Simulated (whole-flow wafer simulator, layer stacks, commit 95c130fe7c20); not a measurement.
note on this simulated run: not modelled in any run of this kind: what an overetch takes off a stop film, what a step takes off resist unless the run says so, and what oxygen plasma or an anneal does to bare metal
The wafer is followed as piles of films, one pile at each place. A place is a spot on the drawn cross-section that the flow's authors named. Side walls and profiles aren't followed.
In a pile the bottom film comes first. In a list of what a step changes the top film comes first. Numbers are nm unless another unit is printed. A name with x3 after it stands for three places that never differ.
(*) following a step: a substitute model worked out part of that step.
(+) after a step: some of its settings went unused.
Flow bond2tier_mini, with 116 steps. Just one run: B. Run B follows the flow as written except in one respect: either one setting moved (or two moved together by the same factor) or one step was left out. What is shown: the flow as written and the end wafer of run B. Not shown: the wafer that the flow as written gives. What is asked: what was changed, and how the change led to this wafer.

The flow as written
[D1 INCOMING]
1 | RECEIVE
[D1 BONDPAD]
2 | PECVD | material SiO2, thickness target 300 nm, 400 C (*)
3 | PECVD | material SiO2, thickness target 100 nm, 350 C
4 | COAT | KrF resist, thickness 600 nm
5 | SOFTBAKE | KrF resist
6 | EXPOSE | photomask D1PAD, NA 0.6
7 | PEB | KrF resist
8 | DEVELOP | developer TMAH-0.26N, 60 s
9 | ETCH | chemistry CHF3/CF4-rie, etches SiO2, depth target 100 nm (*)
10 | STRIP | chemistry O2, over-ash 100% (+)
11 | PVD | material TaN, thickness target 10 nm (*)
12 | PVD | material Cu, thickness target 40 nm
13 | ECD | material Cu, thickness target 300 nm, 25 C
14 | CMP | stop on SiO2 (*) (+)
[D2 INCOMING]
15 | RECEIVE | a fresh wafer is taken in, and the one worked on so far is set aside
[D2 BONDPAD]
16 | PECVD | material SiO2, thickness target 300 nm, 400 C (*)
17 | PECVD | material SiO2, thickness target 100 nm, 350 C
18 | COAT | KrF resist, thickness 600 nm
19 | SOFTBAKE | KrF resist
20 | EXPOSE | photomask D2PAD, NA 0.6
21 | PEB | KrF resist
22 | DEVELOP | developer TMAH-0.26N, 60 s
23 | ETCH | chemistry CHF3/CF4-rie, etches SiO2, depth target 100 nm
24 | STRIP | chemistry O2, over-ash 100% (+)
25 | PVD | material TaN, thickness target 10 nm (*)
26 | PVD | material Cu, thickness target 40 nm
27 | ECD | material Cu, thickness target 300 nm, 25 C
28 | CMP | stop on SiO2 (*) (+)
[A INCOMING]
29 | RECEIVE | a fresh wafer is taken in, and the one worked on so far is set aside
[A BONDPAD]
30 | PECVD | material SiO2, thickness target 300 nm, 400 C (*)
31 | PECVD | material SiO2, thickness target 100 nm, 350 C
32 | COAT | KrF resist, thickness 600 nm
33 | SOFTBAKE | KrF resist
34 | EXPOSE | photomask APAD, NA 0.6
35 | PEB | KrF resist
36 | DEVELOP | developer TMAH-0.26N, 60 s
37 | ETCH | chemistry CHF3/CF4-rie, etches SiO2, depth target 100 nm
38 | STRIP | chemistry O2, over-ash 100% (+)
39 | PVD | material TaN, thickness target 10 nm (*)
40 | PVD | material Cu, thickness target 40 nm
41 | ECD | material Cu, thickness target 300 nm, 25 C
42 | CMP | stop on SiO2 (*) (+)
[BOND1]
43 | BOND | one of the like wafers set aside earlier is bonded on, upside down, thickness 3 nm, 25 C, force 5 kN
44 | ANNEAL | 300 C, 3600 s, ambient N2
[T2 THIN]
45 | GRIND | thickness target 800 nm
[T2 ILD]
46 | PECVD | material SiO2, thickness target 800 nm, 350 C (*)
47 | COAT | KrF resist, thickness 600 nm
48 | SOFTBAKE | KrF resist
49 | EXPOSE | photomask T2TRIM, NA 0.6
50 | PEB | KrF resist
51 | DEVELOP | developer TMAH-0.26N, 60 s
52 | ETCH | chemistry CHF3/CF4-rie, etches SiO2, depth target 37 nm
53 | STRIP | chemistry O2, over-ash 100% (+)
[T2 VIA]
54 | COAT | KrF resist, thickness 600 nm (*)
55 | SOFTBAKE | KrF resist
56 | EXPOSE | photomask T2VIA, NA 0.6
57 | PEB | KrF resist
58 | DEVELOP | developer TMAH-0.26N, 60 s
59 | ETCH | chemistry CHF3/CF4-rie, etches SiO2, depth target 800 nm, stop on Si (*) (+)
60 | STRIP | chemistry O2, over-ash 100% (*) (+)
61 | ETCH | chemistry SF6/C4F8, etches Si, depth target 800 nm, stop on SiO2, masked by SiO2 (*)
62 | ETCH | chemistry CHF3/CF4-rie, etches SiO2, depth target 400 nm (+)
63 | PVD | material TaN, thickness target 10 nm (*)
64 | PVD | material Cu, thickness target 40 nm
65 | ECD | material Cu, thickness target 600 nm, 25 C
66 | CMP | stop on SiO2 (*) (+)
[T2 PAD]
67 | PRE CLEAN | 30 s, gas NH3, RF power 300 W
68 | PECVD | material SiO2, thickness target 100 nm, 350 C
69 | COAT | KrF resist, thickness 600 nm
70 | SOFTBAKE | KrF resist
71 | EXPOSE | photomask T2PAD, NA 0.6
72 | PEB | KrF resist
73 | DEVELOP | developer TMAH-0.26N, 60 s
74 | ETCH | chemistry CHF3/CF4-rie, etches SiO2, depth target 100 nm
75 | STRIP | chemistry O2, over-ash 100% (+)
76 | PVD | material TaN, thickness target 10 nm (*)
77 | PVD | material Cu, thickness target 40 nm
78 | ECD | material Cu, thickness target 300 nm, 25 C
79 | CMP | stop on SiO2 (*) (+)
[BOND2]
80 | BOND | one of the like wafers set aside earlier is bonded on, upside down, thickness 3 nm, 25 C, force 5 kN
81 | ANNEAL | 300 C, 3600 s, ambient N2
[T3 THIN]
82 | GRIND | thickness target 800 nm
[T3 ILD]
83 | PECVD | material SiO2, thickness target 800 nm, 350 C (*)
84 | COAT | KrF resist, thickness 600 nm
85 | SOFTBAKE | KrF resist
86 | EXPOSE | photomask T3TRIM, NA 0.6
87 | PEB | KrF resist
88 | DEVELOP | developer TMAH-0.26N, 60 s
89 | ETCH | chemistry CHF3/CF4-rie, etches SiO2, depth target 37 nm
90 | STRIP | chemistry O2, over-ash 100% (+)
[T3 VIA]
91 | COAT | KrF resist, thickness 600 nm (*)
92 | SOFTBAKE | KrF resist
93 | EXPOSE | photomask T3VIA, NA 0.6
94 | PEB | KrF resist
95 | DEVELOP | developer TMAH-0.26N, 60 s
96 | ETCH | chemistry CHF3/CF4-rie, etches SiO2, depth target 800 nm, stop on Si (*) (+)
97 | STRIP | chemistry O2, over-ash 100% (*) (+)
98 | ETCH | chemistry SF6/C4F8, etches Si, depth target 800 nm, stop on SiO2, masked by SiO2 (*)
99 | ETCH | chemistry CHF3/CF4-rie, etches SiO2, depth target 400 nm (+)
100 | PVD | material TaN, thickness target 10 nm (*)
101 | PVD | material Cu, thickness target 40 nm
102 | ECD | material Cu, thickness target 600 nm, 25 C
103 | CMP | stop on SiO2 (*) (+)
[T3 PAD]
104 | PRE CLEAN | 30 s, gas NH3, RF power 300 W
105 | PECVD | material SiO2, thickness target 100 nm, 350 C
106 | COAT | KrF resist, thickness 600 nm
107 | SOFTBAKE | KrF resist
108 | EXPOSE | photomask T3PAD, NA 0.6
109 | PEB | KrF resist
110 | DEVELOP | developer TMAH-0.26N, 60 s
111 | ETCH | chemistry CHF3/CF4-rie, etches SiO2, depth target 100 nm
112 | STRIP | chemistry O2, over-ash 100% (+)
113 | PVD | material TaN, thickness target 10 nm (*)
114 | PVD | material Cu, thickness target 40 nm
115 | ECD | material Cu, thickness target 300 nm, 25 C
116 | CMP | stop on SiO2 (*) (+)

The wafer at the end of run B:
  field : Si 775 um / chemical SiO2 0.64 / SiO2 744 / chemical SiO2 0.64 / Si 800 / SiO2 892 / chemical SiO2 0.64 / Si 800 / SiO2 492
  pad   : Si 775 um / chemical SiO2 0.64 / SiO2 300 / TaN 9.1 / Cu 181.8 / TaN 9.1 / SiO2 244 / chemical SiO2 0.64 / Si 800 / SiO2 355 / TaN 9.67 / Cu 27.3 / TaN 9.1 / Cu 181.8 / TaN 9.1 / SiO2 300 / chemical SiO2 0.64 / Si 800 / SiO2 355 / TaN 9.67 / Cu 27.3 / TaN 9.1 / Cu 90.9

What caused this: step 3, PECVD: thickness target 44 nm was run, while the flow as written has thickness target 100 nm.

The path from the change to this, step by step:
  3 | PECVD | material SiO2, thickness target 100 nm, 350 C
      field, pad, via: +44 SiO2 (in the flow as written it would be: +100 SiO2)
  43 | BOND | one of the like wafers set aside earlier is bonded on, upside down, thickness 3 nm, 25 C, force 5 kN
      field: +775 um Si (new film), +0.64 chemical SiO2 (new film), +344 SiO2 (in the flow as written it would be: +775 um Si (new film), +0.64 chemical SiO2 (new film), +400 SiO2)
      pad: +775 um Si (new film), +0.64 chemical SiO2 (new film), +244 SiO2 (new film), +9.1 TaN (new film), +90.9 Cu (in the flow as written it would be: +775 um Si (new film), +0.64 chemical SiO2 (new film), +300 SiO2 (new film), +9.1 TaN (new film), +90.9 Cu)
      (also at 1 further place)
